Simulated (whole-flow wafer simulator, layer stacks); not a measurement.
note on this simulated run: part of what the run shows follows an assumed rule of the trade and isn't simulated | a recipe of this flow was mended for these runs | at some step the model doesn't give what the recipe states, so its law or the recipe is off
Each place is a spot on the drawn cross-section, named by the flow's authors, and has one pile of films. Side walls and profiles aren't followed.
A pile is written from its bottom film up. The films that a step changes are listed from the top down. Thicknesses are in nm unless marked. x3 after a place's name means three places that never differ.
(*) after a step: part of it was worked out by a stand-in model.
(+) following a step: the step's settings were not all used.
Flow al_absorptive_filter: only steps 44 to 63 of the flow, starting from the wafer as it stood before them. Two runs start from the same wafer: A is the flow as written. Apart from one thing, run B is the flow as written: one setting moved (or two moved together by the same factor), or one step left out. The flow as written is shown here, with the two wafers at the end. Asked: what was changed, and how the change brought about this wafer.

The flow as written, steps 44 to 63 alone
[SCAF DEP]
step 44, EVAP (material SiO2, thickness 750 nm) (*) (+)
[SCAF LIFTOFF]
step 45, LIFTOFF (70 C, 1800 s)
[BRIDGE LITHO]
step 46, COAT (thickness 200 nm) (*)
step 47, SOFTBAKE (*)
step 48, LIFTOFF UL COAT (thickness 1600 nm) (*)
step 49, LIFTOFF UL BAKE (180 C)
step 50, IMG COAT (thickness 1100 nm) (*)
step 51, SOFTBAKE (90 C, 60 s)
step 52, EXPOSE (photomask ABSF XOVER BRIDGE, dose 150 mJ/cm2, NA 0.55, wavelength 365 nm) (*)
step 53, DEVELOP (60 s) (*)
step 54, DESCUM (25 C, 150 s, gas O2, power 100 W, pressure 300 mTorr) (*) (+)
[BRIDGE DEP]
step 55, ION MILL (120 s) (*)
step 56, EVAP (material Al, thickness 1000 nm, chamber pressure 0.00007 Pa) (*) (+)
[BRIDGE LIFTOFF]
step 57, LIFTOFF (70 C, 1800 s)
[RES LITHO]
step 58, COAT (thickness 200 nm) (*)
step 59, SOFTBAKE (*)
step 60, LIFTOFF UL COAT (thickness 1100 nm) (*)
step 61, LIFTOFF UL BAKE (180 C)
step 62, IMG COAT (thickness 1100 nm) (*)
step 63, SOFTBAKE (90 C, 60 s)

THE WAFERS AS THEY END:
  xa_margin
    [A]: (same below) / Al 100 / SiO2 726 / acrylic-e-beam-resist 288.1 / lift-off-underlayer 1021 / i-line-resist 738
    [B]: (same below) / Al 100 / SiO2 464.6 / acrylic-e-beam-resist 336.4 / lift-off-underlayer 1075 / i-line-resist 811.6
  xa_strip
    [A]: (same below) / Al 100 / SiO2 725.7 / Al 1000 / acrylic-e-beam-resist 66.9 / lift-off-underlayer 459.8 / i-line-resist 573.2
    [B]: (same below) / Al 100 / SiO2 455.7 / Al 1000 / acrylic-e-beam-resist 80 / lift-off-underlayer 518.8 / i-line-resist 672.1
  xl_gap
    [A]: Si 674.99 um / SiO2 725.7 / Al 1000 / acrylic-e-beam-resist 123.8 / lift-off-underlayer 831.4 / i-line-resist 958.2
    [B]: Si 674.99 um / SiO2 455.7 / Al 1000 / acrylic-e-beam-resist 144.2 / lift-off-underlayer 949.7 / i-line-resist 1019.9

What caused this: step 44, EVAP: thickness 480 nm was run, while the flow as written has thickness 750 nm.

The path from the change to this, step by step:
  step 44, EVAP (material SiO2, thickness 750 nm) (*) (+)
      gnd, pad_far, pad_near and 10 more: A +750 SiO2 (new film) | B +480 SiO2 (new film)
      xa_margin: A +726 SiO2 (new film) | B +464.6 SiO2 (new film)
  step 45, LIFTOFF (70 C, 1800 s)
      gnd, xa_field, xl_land, idc_field: A -750 SiO2 (all of it), -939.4 i-line-resist (all of it), -1100 lift-off-underlayer (all of it), -200 acrylic-e-beam-resist (all of it) | B -480 SiO2 (all of it), -939.4 i-line-resist (all of it), -1100 lift-off-underlayer (all of it), -200 acrylic-e-beam-resist (all of it)
      pad_far: A -750 SiO2 (all of it), -937 i-line-resist (all of it), -1092.7 lift-off-underlayer (all of it), -198.5 acrylic-e-beam-resist (all of it) | B -480 SiO2 (all of it), -937 i-line-resist (all of it), -1092.7 lift-off-underlayer (all of it), -198.5 acrylic-e-beam-resist (all of it)
      (as well as at 5 more places)
  step 46, COAT (thickness 200 nm) (*)
      xa_margin: A +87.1 acrylic-e-beam-resist (new film) | B +101.1 acrylic-e-beam-resist (new film)
      xa_strip: A +156.7 acrylic-e-beam-resist (new film) | B +176 acrylic-e-beam-resist (new film)
      (as well as at 2 more places)
  step 48, LIFTOFF UL COAT (thickness 1600 nm) (*)
      xa_margin: A +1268 lift-off-underlayer (new film) | B +1402.8 lift-off-underlayer (new film)
      xa_strip: A +1219 lift-off-underlayer (new film) | B +1339.2 lift-off-underlayer (new film)
      (as well as at 3 more places)
  step 50, IMG COAT (thickness 1100 nm) (*)
      xa_margin: A +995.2 i-line-resist (new film) | B +1039.6 i-line-resist (new film)
      xa_strip: A +962 i-line-resist (new film) | B +1019.5 i-line-resist (new film)
      (as well as at 2 more places)
  step 51, SOFTBAKE (90 C, 60 s)
      xa_strip: A -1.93 i-line-resist | B -1.15 i-line-resist
      xl_turn: A -1.83 i-line-resist | B -1.02 i-line-resist
  step 53, DEVELOP (60 s) (*)
      xa_strip: A -960.1 i-line-resist (all of it), -1219 lift-off-underlayer (all of it) | B -1018.3 i-line-resist (all of it), -1339.2 lift-off-underlayer (all of it)
      xl_land: A -1117.3 i-line-resist (all of it), -1706.9 lift-off-underlayer (all of it) | B -1109.8 i-line-resist (all of it), -1662.9 lift-off-underlayer (all of it)
      (as well as at 2 more places)
  step 54, DESCUM (25 C, 150 s, gas O2, power 100 W, pressure 300 mTorr) (*) (+)
      xa_strip: A -156.7 acrylic-e-beam-resist (all of it) | B -176 acrylic-e-beam-resist (all of it)
      xl_gap: A -97.9 acrylic-e-beam-resist (all of it) | B -127 acrylic-e-beam-resist (all of it)
      (as well as at 1 more place)
  step 57, LIFTOFF (70 C, 1800 s)
      xa_margin: A -1000 Al (all of it), -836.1 i-line-resist (all of it), -1268 lift-off-underlayer (all of it), -87.1 acrylic-e-beam-resist (all of it) | B -1000 Al (all of it), -883.4 i-line-resist (all of it), -1402.8 lift-off-underlayer (all of it), -101.1 acrylic-e-beam-resist (all of it)
  step 58, COAT (thickness 200 nm) (*)
      xa_margin: A +288.1 acrylic-e-beam-resist (new film) | B +336.4 acrylic-e-beam-resist (new film)
      xa_strip: A +66.9 acrylic-e-beam-resist (new film) | B +80 acrylic-e-beam-resist (new film)
      (as well as at 2 more places)
  step 60, LIFTOFF UL COAT (thickness 1100 nm) (*)
      xa_margin: A +1021 lift-off-underlayer (new film) | B +1075 lift-off-underlayer (new film)
      xa_strip: A +459.8 lift-off-underlayer (new film) | B +518.8 lift-off-underlayer (new film)
      (as well as at 2 more places)
  step 62, IMG COAT (thickness 1100 nm) (*)
      xa_margin: A +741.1 i-line-resist (new film) | B +814.1 i-line-resist (new film)
      xa_strip: A +577.9 i-line-resist (new film) | B +676.8 i-line-resist (new film)
      (as well as at 2 more places)
  step 63, SOFTBAKE (90 C, 60 s)
      xa_margin: A -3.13 i-line-resist | B -2.53 i-line-resist
      xl_gap: A -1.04 i-line-resist | B -0.49 i-line-resist
      (as well as at 1 more place)
